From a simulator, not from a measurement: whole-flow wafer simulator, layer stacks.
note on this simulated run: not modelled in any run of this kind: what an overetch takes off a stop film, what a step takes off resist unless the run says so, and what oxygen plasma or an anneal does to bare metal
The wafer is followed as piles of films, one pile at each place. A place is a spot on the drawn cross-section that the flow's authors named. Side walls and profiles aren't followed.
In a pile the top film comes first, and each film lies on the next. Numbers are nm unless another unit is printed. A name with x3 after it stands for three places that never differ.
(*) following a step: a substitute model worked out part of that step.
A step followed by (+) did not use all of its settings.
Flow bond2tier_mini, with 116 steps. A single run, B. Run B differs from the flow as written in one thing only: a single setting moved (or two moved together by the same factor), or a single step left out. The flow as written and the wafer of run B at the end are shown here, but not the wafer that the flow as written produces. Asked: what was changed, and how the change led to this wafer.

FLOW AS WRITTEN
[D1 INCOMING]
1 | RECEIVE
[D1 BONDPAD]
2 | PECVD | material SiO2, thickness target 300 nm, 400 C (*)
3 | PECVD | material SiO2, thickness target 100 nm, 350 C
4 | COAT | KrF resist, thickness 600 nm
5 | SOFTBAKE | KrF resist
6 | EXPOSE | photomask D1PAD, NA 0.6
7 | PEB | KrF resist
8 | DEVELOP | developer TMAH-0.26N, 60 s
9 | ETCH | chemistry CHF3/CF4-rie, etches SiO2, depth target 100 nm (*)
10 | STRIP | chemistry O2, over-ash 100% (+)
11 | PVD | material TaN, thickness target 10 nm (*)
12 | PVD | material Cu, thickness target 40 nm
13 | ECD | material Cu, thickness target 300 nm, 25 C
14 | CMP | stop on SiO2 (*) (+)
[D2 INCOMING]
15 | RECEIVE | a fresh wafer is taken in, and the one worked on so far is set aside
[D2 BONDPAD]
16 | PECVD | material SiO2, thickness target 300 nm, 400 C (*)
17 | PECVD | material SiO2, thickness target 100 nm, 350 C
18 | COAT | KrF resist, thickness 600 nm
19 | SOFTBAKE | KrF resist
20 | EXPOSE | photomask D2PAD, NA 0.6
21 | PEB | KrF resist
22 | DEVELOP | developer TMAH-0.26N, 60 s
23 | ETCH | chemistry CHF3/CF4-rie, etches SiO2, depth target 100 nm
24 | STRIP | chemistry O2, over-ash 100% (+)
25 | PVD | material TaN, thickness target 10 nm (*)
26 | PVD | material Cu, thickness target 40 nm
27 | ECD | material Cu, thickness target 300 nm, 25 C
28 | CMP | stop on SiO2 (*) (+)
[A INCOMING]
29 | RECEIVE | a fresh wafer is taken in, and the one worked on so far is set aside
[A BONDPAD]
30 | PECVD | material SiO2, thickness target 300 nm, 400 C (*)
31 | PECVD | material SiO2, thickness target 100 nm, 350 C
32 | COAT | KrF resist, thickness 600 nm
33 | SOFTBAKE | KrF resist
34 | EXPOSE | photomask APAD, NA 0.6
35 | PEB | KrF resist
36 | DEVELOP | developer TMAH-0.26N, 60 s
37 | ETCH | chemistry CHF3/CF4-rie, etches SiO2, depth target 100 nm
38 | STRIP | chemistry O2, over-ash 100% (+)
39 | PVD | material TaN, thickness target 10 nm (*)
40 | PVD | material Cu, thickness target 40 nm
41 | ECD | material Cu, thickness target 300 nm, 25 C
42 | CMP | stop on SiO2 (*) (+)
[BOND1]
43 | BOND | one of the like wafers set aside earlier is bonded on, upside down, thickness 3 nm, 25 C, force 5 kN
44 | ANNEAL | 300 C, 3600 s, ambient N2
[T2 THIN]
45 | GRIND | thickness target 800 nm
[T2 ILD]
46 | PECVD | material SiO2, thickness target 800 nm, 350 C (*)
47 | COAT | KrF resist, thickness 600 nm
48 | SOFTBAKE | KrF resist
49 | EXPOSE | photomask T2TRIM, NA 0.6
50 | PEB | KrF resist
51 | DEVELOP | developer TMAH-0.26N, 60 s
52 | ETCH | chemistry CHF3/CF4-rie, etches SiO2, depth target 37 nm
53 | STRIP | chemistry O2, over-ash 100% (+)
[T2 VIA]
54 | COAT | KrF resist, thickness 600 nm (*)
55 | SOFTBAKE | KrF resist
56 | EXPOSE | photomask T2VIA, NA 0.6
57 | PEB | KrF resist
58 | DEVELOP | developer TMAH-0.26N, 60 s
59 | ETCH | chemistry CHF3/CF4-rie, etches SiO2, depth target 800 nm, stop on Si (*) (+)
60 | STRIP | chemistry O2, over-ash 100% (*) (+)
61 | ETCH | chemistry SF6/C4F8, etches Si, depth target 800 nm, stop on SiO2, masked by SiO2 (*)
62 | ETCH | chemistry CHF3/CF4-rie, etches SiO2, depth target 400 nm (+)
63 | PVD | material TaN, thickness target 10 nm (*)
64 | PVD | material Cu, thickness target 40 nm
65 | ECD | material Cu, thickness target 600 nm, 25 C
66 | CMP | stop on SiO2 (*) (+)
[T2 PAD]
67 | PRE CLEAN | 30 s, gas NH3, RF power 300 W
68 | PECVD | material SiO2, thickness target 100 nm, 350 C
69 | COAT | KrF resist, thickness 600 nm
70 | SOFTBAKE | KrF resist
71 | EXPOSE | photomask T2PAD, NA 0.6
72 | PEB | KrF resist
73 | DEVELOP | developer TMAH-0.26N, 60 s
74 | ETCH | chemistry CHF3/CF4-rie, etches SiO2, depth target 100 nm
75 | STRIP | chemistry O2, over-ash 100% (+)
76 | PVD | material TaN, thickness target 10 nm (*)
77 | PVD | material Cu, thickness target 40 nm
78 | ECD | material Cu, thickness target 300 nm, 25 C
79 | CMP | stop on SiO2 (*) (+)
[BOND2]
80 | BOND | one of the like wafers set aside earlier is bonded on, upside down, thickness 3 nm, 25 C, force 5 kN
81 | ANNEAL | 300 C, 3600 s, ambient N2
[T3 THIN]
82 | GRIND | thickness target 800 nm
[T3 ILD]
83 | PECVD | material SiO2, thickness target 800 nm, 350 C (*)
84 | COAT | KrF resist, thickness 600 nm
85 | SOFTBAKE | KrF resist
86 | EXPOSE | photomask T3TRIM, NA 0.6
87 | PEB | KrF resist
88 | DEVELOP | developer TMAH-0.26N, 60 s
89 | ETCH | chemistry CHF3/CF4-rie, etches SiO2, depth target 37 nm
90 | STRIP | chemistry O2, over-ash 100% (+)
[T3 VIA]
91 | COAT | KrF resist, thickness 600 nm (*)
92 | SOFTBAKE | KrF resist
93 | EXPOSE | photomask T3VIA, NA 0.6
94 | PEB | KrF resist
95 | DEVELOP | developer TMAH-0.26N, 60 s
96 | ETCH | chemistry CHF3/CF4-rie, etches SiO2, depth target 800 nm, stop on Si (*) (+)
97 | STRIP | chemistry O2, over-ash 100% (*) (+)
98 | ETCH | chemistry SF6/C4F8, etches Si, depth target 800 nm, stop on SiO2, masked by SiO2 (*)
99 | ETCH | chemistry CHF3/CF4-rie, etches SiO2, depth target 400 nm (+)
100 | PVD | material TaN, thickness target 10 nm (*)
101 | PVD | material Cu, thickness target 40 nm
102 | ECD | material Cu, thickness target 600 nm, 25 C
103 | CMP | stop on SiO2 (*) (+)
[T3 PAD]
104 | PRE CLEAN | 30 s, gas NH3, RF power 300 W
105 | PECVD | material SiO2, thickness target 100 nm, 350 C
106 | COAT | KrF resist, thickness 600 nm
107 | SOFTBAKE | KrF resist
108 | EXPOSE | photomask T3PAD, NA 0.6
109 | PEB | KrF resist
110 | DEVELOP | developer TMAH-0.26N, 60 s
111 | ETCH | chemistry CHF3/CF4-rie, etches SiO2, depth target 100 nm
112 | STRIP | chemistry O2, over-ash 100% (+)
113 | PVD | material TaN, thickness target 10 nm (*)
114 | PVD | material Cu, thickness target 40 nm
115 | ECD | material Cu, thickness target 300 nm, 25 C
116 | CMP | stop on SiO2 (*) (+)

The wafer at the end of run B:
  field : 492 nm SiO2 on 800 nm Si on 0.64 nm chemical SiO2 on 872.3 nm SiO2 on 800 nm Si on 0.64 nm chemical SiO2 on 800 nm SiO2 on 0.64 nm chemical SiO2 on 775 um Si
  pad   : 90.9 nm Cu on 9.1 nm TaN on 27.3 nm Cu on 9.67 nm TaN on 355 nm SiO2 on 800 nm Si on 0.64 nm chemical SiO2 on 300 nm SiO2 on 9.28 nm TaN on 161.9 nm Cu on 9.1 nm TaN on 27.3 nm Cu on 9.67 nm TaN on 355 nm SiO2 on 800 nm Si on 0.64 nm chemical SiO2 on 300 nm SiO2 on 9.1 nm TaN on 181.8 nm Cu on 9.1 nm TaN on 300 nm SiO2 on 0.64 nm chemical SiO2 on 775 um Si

What caused this: step 17, PECVD: thickness target 80.3 nm was run, though the flow has thickness target 100 nm; step 23, ETCH: depth target 80.3 nm was run, where the flow has depth target 100 nm.

Step by step, how the change led to this:
  17 | PECVD | material SiO2, thickness target 100 nm, 350 C
      field, pad, via: SiO2 gains 80.3 (as written it would have been: SiO2 gains 100)
  23 | ETCH | chemistry CHF3/CF4-rie, etches SiO2, depth target 100 nm
      pad, via: SiO2 loses 80.3 (as written it would have been: SiO2 loses 100)
      field: KrF resist loses 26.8 (as written it would have been: KrF resist loses 33.3)
  27 | ECD | material Cu, thickness target 300 nm, 25 C
      pad: Cu gains 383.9 (as written it would have been: Cu gains 404.5)
      via: Cu gains 380.4 (as written it would have been: Cu gains 400.2)
  80 | BOND | one of the like wafers set aside earlier is bonded on, upside down, thickness 3 nm, 25 C, force 5 kN
      field: Si gains 775 um (new film), chemical SiO2 gains 0.64 (new film), SiO2 gains 380.3 (as written it would have been: Si gains 775 um (new film), chemical SiO2 gains 0.64 (new film), SiO2 gains 400)
      pad: Si gains 775 um (new film), chemical SiO2 gains 0.64 (new film), SiO2 gains 300 (new film), TaN gains 9.28 (new film), Cu gains 71 (as written it would have been: Si gains 775 um (new film), chemical SiO2 gains 0.64 (new film), SiO2 gains 300 (new film), TaN gains 9.1 (new film), Cu gains 90.9)
